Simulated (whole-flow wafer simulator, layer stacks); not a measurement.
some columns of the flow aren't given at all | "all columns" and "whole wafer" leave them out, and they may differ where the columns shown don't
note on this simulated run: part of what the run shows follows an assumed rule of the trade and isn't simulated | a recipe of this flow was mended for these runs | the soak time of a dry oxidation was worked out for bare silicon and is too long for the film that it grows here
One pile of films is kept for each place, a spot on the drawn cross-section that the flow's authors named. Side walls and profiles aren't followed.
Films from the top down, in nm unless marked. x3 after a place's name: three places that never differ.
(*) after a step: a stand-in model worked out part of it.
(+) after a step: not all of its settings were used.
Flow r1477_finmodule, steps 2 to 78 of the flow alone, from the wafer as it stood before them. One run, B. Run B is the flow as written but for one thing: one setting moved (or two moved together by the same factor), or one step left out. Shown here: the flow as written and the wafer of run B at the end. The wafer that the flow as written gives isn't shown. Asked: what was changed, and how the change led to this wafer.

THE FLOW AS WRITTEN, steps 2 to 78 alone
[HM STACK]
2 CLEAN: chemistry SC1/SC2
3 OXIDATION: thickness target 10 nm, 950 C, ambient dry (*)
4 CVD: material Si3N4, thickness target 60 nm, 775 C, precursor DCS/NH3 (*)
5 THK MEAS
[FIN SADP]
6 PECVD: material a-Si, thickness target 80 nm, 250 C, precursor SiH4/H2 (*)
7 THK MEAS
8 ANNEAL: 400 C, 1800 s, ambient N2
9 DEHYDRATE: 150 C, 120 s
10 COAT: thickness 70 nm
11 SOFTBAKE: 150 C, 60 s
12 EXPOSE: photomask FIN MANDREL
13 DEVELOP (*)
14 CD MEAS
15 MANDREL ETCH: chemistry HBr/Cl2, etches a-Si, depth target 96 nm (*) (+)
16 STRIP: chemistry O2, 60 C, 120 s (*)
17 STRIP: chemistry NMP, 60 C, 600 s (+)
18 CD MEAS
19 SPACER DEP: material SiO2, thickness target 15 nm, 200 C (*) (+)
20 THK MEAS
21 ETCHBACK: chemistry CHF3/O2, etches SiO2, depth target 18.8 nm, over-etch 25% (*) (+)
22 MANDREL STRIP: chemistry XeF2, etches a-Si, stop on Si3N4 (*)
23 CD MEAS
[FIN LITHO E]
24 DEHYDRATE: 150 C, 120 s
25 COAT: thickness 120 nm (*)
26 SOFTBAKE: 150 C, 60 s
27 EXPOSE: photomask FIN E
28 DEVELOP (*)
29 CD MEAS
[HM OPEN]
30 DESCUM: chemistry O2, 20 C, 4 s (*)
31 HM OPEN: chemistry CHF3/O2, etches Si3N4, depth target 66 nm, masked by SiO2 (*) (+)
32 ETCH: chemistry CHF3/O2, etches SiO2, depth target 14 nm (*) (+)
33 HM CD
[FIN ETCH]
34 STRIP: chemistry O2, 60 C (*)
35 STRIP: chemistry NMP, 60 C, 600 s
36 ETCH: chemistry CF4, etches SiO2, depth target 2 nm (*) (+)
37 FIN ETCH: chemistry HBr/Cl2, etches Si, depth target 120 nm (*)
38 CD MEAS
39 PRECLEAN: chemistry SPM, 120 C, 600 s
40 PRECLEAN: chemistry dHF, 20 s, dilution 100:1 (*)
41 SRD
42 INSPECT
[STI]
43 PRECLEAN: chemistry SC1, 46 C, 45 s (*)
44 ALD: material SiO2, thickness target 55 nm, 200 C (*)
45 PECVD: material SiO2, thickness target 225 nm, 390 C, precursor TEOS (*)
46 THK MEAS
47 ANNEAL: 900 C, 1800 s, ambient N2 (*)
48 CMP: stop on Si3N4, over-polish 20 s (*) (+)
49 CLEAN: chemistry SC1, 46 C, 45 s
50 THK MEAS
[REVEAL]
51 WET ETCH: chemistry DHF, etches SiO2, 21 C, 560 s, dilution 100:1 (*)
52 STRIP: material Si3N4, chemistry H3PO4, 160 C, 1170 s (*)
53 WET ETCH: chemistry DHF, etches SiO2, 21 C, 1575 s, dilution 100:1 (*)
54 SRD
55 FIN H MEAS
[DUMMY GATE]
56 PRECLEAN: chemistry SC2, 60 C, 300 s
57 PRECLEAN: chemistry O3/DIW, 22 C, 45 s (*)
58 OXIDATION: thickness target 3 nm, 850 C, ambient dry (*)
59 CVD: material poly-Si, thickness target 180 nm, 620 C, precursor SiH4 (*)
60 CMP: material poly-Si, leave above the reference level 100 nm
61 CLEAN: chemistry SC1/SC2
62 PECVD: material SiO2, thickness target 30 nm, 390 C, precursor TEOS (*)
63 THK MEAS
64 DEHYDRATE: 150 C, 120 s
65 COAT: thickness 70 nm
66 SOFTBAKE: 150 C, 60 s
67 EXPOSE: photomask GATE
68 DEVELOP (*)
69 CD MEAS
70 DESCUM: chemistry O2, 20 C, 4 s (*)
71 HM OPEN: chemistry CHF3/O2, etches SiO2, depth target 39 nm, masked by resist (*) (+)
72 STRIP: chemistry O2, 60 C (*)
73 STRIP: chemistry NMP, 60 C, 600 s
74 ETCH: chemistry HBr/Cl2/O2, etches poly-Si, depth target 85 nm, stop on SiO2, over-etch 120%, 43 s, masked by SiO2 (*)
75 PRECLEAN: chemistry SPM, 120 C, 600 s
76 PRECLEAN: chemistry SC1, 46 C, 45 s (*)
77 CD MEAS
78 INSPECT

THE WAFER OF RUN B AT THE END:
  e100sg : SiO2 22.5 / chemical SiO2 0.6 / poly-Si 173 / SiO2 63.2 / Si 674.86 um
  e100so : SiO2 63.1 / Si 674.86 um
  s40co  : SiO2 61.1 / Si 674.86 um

The cause: step 4, CVD: thickness target 33 nm was run, where the flow has thickness target 60 nm.

How the change led to this, step by step:
  4 CVD: material Si3N4, thickness target 60 nm, 775 C, precursor DCS/NH3 (*)
      pad, padg, elg and 33 more: Si3N4 +33 (new film) (as written it would be: Si3N4 +60 (new film))
  31 HM OPEN: chemistry CHF3/O2, etches Si3N4, depth target 66 nm, masked by SiO2 (*) (+)
      pad, padg, esg and 13 more: Si3N4 -27.1 (all of it), SiO2 -10 (all of it), Si -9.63 (as written it would be: Si3N4 -54.1 (all of it), SiO2 -5.95)
      s40cg, s45cg, s50cg, s40co, s45co, s50co: Si3N4 -33 (all of it), SiO2 -10 (all of it), Si -7.67 (as written it would be: Si3N4 -60 (all of it), SiO2 -3)
  32 ETCH: chemistry CHF3/O2, etches SiO2, depth target 14 nm (*) (+)
      e100sg, s40sg, e100so, s40so: Si -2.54 (as written it would be: SiO2 -4.05 (all of it), Si -1.99)
      pad, padg: Si -2.8 (as written it would be: SiO2 -4.05 (all of it), Si -1.99)
      (and at 16 more places)
  44 ALD: material SiO2, thickness target 55 nm, 200 C (*)
      s45cg, s50cg, s45co, s50co: SiO2 +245 (new film) (as written it would be: SiO2 +263.2 (new film))
      s45sg, s50sg, s45so, s50so: SiO2 +246.9 (new film) (as written it would be: SiO2 +263.8 (new film))
      (and at 12 more places)
  48 CMP: stop on Si3N4, over-polish 20 s (*) (+)
      pad, padg: SiO2 -96 (as written it would be: SiO2 -79.4)
  52 STRIP: material Si3N4, chemistry H3PO4, 160 C, 1170 s (*)
      elg, e40lg, e100lg, e200lg, elo, e40lo, e100lo, e200lo: Si3N4 -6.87 (all of it), SiO2 -2.99 (as written it would be: Si3N4 -33.9 (all of it), SiO2 -2.15)
      s40sg_line, s45sg_line, s50sg_line, s40so_line, s45so_line, s50so_line: Si3N4 -28.1 (all of it), SiO2 -2.33 (as written it would be: Si3N4 -55.1 (all of it), SiO2 -1.49)
  53 WET ETCH: chemistry DHF, etches SiO2, 21 C, 1575 s, dilution 100:1 (*)
      elg, e40lg, e100lg, e200lg, elo, e40lo, e100lo, e200lo: SiO2 -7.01 (all of it) (as written it would be: SiO2 -7.85 (all of it))
      s40sg_line, s45sg_line, s50sg_line, s40so_line, s45so_line, s50so_line: SiO2 -7.67 (all of it) (as written it would be: SiO2 -8.51 (all of it))
  59 CVD: material poly-Si, thickness target 180 nm, 620 C, precursor SiH4 (*)
      esg, e40sg, e100sg and 15 more: poly-Si +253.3 (new film) (as written it would be: poly-Si +226.3 (new film))
      e200sg, e200so: poly-Si +253.3 (new film) (as written it would be: poly-Si +219.2 (new film))
  60 CMP: material poly-Si, leave above the reference level 100 nm
      pad, padg: nothing (as written it would be: poly-Si -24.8)
      e200sg, e200so: poly-Si -80 (as written it would be: poly-Si -72.9)
  74 ETCH: chemistry HBr/Cl2/O2, etches poly-Si, depth target 85 nm, stop on SiO2, over-etch 120%, 43 s, masked by SiO2 (*)
      e40so, e200so, s45co: chemical SiO2 -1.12 (all of it), poly-Si -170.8 (all of it) (as written it would be: chemical SiO2 -1.12 (all of it), poly-Si -143.9 (all of it), SiO2 -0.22)
      eso, e100so, s40co, s40so, s45so, s50co, s50so: chemical SiO2 -1.12 (all of it), poly-Si -170.8 (all of it), SiO2 -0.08 (as written it would be: chemical SiO2 -1.12 (all of it), poly-Si -143.9 (all of it), SiO2 -0.22)
      (and at 1 more place)
